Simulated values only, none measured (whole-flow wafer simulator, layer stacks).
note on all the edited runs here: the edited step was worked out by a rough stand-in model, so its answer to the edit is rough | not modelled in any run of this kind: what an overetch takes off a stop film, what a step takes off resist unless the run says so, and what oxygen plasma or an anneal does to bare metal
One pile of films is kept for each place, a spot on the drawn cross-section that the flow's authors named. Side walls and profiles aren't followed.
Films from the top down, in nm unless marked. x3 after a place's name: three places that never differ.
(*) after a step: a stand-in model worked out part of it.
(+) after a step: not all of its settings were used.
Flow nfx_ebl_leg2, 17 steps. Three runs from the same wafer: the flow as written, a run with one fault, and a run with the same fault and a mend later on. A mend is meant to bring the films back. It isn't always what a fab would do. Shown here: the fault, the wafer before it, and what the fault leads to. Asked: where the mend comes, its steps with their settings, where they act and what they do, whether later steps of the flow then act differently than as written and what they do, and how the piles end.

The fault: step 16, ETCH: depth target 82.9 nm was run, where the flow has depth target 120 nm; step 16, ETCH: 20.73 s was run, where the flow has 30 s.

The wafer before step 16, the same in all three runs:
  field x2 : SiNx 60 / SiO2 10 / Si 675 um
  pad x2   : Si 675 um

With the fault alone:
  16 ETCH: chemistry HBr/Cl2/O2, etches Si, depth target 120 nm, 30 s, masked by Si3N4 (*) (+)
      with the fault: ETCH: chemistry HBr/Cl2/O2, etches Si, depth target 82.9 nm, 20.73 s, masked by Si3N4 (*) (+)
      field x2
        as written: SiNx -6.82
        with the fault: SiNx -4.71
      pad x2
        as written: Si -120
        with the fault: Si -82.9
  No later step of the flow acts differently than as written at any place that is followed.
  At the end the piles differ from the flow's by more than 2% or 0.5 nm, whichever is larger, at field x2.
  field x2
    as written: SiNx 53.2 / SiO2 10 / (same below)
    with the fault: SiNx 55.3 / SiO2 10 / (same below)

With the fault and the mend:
  The mend comes after step 17.
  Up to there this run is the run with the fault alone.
  17a ETCH: chemistry HBr/Cl2/O2, etches Si, depth target 37.1 nm, 9.27 s, masked by Si3N4 (*) (+) (the flow's step 16 once more, with other settings)
      field x2
        SiNx -2.11
      pad x2
        Si -37.1
  No later step of the flow acts differently than as written at any place that is followed.
  At the end the piles are the same as the flow's at every place that both follow.
